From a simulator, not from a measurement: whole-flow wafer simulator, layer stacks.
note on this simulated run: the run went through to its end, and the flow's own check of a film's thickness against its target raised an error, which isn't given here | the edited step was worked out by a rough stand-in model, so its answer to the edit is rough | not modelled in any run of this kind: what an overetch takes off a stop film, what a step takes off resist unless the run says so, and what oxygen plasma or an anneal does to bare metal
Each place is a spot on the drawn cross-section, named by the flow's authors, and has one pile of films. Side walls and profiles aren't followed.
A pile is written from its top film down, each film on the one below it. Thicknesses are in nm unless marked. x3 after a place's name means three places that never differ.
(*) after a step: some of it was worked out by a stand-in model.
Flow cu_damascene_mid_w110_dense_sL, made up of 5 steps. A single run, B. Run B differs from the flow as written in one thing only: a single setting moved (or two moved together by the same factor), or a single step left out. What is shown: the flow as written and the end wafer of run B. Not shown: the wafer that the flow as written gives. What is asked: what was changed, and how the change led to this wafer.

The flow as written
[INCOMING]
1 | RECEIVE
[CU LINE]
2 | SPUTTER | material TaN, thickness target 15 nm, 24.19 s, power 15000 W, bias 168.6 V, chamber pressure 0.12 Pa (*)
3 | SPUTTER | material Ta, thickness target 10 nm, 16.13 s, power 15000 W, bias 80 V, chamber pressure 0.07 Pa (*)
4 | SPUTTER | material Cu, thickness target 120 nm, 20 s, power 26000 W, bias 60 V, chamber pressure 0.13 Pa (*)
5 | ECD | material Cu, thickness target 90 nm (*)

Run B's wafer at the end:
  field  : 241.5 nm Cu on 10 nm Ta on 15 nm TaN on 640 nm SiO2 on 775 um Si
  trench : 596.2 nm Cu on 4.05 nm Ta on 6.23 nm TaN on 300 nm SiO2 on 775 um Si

The reason: step 5, ECD: thickness target 121.5 nm was run, though the flow has thickness target 90 nm.

Step by step, how the change led to this:
  5 | ECD | material Cu, thickness target 90 nm (*)
      field: Cu gains 121.5 (in the flow as written it would be: Cu gains 90)
      trench: Cu gains 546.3 (in the flow as written it would be: Cu gains 514.8)
